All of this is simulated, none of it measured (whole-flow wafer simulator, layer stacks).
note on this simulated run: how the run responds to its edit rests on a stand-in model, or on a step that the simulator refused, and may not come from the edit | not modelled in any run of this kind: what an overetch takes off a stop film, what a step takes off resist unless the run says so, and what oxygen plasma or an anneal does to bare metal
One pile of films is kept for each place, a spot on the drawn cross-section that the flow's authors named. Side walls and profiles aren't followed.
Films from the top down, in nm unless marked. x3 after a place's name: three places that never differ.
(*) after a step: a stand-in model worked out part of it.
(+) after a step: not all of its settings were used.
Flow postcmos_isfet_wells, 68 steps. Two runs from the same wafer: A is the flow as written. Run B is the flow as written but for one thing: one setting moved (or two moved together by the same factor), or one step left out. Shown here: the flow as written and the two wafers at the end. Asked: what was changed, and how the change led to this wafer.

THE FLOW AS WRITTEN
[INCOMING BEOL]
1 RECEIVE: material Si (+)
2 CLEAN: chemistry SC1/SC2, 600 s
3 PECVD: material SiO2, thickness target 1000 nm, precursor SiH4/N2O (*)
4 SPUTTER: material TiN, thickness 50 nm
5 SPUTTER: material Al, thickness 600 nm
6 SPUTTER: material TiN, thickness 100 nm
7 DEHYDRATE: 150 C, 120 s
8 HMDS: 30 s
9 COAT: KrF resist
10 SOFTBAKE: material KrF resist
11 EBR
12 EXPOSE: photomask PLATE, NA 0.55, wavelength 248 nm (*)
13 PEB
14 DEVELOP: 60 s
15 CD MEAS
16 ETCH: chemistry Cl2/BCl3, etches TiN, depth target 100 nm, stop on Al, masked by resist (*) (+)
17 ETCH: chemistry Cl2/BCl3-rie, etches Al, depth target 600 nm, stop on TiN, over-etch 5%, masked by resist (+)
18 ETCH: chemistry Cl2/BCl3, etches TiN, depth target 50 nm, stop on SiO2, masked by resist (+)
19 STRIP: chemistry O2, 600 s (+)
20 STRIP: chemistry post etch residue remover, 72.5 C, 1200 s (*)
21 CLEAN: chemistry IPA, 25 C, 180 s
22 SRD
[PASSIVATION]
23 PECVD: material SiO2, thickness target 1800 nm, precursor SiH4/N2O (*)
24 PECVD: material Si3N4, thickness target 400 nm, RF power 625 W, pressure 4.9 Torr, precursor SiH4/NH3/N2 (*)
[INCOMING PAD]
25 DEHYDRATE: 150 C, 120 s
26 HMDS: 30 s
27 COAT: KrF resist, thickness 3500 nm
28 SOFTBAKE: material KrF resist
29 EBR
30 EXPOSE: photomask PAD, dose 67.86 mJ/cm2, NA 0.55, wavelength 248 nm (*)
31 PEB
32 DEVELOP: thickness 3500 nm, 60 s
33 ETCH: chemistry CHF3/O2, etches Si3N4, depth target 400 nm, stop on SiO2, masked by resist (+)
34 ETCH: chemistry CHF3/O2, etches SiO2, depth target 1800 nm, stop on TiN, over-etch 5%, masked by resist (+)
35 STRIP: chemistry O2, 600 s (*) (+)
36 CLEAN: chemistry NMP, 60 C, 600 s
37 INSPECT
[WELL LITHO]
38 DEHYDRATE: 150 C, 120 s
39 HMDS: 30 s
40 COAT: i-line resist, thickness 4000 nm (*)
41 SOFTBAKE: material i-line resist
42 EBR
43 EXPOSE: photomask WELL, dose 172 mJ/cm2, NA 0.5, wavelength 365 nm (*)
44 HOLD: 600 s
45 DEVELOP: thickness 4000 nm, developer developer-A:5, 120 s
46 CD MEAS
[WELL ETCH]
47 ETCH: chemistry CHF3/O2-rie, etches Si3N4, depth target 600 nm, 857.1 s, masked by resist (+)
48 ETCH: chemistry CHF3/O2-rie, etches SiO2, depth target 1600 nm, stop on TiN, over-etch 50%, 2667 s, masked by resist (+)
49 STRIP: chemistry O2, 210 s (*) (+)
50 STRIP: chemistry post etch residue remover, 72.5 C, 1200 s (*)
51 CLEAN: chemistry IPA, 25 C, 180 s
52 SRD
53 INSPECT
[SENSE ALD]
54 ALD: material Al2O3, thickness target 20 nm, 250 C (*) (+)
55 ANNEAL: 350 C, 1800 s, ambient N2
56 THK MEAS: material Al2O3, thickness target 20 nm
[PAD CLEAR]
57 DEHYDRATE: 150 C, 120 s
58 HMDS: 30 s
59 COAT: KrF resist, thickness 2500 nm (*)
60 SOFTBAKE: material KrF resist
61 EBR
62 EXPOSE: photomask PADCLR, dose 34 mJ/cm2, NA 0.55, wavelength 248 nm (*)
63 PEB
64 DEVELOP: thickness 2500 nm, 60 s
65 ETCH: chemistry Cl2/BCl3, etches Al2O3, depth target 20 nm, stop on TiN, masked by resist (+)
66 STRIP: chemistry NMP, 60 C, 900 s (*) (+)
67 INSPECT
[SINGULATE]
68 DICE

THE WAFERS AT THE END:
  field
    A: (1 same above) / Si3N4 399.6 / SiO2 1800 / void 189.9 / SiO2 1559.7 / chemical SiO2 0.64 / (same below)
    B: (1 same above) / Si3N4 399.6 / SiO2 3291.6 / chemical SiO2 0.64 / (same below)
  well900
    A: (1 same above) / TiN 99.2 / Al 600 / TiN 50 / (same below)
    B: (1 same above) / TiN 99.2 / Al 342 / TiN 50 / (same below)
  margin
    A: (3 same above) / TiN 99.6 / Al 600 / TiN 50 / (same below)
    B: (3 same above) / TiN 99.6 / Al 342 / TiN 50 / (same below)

The cause: step 5, SPUTTER: thickness 342 nm was run, where the flow has thickness 600 nm.
It can be read off the wafer: well900 has Al 342, and step 5 as written asks for 600 nm.

How the change led to this, step by step:
  5 SPUTTER: material Al, thickness 600 nm
      field, margin, well900, well1300 x3, pad_rim, pad_clr, pad_open: A Al +600 (new film) | B Al +342 (new film)
  17 ETCH: chemistry Cl2/BCl3-rie, etches Al, depth target 600 nm, stop on TiN, over-etch 5%, masked by resist (+)
      margin, well900, well1300 x3, pad_rim, pad_clr, pad_open: A KrF resist -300 | B KrF resist -179.5
      field: A Al -600 (all of it) | B Al -342 (all of it)
  19 STRIP: chemistry O2, 600 s (+)
      margin, well900, well1300 x3, pad_rim, pad_clr, pad_open: A KrF resist -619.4 (all of it) | B KrF resist -739.8 (all of it)
  23 PECVD: material SiO2, thickness target 1800 nm, precursor SiH4/N2O (*)
      field: A SiO2 +1800 (new film), void +189.9 (new film), SiO2 +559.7 | B SiO2 +2291.6
